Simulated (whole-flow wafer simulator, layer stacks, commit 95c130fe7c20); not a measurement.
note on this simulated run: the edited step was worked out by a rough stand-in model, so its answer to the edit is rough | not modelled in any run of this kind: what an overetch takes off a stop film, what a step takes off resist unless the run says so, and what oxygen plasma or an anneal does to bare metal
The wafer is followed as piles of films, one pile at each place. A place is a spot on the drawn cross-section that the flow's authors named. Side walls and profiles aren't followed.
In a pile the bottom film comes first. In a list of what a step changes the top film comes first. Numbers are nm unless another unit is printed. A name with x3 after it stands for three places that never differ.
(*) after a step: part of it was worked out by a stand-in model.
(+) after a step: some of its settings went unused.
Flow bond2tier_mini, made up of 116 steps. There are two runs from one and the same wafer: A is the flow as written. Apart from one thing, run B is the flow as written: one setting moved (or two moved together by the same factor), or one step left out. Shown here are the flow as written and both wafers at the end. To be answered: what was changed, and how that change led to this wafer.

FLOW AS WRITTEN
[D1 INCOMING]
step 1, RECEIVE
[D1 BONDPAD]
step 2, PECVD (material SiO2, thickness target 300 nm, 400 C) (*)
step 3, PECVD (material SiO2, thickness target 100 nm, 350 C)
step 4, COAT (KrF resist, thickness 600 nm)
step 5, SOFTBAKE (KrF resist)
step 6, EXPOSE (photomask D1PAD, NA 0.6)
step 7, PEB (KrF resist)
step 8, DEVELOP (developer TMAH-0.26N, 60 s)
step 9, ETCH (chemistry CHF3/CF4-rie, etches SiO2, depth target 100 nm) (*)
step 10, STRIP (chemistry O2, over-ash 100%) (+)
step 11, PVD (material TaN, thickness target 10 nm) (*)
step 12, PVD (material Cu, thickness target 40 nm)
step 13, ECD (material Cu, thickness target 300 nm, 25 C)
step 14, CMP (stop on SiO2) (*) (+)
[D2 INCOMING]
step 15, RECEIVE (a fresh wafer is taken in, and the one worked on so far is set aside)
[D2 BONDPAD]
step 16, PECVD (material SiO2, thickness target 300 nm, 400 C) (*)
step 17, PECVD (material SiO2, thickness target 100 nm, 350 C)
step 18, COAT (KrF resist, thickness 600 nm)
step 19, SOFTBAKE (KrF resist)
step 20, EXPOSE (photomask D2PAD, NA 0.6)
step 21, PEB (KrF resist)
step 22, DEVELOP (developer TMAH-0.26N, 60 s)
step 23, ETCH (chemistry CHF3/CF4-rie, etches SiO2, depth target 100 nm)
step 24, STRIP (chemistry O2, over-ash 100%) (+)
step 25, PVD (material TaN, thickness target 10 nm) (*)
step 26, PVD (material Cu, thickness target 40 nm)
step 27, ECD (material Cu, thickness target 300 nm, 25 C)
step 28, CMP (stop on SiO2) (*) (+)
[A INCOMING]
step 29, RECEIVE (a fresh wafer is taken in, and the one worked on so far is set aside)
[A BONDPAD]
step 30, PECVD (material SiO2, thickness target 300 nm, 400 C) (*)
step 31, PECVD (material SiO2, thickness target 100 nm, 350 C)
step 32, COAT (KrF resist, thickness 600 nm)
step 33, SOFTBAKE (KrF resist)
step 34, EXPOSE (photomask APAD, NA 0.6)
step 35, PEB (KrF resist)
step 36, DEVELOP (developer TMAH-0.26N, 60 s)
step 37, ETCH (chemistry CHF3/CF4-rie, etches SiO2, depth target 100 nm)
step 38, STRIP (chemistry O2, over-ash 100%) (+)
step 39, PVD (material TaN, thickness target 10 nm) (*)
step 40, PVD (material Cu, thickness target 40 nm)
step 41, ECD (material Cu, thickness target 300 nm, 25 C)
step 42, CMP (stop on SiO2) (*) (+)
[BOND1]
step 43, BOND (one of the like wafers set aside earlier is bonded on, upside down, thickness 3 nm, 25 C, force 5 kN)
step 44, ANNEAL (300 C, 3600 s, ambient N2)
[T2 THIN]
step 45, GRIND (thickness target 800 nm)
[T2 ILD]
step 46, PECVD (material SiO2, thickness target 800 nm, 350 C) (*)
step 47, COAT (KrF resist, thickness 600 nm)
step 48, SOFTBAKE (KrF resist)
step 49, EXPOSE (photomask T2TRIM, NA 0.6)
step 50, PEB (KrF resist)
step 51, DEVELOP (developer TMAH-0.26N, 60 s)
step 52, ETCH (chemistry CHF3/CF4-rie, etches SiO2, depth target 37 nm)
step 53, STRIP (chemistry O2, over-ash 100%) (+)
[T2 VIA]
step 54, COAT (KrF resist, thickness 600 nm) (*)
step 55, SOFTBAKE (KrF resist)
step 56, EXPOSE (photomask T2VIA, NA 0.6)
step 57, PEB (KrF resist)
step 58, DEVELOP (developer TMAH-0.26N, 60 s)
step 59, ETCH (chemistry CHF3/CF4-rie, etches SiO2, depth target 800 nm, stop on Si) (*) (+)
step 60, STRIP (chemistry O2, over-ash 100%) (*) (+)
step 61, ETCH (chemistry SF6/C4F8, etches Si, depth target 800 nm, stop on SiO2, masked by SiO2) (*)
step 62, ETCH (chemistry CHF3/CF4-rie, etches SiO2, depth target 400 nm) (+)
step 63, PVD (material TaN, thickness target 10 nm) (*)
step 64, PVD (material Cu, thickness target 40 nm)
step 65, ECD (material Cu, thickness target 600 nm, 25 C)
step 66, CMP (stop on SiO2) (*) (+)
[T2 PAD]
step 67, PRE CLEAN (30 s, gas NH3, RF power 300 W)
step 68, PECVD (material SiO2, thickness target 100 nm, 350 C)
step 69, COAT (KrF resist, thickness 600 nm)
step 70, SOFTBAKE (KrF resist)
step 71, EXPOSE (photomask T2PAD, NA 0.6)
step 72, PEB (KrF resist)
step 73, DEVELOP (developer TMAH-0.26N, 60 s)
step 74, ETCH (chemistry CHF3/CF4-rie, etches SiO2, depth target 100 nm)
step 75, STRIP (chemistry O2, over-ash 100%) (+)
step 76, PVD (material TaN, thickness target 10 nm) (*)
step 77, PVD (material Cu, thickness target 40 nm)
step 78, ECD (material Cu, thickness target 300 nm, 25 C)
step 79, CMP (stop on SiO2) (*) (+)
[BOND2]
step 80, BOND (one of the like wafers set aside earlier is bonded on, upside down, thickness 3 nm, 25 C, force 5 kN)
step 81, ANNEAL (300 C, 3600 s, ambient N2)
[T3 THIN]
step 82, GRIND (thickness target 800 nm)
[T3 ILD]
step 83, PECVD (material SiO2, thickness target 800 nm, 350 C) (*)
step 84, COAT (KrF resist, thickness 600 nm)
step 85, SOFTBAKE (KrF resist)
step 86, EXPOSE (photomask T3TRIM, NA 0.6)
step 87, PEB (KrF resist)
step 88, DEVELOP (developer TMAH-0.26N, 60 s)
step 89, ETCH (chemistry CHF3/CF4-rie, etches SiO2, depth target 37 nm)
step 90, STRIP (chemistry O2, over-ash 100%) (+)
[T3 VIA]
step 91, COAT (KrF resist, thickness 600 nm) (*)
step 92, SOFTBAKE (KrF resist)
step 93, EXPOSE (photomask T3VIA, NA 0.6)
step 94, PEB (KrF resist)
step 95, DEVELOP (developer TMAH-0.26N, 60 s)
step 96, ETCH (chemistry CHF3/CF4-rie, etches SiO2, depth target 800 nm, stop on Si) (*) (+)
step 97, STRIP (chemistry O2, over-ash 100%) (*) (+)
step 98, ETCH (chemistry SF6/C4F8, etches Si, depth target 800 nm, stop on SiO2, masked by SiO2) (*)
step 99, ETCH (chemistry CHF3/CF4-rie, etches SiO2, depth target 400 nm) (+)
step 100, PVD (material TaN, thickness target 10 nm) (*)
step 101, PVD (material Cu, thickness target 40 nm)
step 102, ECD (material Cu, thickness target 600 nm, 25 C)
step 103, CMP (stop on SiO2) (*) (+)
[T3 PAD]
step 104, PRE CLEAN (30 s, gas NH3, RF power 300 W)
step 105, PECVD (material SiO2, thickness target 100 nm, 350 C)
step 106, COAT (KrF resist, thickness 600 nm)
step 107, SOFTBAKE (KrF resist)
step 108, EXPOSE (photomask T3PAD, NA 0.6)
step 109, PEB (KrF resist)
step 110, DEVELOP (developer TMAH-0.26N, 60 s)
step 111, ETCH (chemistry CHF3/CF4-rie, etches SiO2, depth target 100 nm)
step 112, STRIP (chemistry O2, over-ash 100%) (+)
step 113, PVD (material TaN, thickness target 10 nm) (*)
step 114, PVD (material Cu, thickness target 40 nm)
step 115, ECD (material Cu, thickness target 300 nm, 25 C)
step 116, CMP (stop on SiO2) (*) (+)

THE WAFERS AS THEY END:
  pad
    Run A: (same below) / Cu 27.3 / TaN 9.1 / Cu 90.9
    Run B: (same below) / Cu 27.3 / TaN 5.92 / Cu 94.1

What caused this: step 113, PVD: thickness target 6.5 nm was run, whereas the flow has thickness target 10 nm.

Step by step, how the change led to this:
  step 113, PVD (material TaN, thickness target 10 nm) (*)
      field: A +10 TaN (new film) | B +6.5 TaN (new film)
      pad: A +9.1 TaN (new film) | B +5.92 TaN (new film)
  step 116, CMP (stop on SiO2) (*) (+)
      field: A -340 Cu (all of it), -10 TaN (all of it) | B -340 Cu (all of it), -6.5 TaN (all of it)
